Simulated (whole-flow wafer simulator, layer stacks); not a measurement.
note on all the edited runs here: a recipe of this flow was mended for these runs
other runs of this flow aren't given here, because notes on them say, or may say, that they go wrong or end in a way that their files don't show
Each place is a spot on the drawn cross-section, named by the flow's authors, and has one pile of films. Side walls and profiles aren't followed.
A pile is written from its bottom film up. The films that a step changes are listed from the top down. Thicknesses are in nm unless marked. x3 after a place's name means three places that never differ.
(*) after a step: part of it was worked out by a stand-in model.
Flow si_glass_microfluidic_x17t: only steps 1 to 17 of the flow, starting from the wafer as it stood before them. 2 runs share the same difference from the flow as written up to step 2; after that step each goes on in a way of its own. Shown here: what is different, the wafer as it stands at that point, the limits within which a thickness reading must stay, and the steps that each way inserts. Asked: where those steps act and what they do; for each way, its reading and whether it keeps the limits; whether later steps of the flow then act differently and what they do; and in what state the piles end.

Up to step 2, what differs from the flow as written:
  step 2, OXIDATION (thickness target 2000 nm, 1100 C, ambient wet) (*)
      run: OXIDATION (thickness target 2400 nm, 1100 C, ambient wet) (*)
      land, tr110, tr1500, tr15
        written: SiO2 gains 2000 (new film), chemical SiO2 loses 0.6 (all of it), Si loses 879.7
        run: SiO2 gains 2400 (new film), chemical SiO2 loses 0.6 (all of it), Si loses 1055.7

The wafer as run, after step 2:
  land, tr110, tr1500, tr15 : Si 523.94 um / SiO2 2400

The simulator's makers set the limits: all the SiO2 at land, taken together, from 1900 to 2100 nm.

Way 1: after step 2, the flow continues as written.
  After step 2, the reading is 2400 nm, outside the limits.
  Steps further on in the flow that do not act as written (not shown: 1 more step that differs only slightly, by at most 2% or 0.5 nm, whichever is larger):
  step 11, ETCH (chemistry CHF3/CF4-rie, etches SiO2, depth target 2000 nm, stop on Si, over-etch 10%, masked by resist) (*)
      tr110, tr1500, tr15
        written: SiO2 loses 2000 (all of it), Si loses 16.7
        way: SiO2 loses 2200
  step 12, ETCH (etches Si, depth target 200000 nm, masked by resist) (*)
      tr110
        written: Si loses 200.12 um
        way: SiO2 loses 200 (all of it), Si loses 170.12 um
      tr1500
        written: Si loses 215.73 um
        way: SiO2 loses 200 (all of it), Si loses 183.44 um
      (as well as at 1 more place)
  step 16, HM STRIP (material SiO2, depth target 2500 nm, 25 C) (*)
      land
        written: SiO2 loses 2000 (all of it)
        way: SiO2 loses 2400 (all of it)
  At tr110, tr1500, tr15, the piles at the end differ from the flow's by more than 2% or 0.5 nm, whichever is larger.
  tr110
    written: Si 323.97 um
    way: Si 353.81 um
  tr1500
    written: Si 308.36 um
    way: Si 340.5 um
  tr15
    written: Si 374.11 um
    way: Si 396.55 um

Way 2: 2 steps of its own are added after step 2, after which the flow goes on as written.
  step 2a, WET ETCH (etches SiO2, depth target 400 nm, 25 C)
      land, tr110, tr1500, tr15
        SiO2 loses 400
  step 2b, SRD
      alters no film at any place that is followed
  After step 2b, the reading is 2000 nm, within the limits.
  Every later step of the flow that is run acts as written at every place that is followed.
  At the end the piles are close to the flow's at the places that both follow, differing by at most 2% or 0.5 nm, whichever is larger.

Keeping within the limits: way 2. Outside them: way 1.
